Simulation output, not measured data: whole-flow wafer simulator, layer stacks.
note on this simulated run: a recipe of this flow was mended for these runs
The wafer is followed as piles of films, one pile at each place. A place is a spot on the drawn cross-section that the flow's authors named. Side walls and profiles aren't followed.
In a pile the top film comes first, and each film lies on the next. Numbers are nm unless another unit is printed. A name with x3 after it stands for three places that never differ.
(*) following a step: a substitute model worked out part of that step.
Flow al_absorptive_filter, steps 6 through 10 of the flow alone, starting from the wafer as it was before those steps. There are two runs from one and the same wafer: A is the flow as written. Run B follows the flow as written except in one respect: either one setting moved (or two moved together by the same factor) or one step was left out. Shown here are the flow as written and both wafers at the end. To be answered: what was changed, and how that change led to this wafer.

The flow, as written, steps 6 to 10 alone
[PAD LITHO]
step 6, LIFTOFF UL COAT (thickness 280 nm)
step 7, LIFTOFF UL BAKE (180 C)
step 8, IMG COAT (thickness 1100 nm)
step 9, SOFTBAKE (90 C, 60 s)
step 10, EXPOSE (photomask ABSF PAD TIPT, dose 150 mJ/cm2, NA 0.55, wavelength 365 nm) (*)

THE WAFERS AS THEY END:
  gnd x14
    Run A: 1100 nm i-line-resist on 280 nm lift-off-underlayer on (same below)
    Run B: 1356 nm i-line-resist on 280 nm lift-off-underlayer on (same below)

The reason: step 8, IMG COAT: thickness 1356 nm was run, though the flow has thickness 1100 nm.
One can read it off the wafer: gnd x14 has i-line-resist 1356, and step 8 as written asks for 1100 nm.

The path from the change to this, step by step:
  step 8, IMG COAT (thickness 1100 nm)
      gnd x14: A +1100 i-line-resist (new film) | B +1356 i-line-resist (new film)
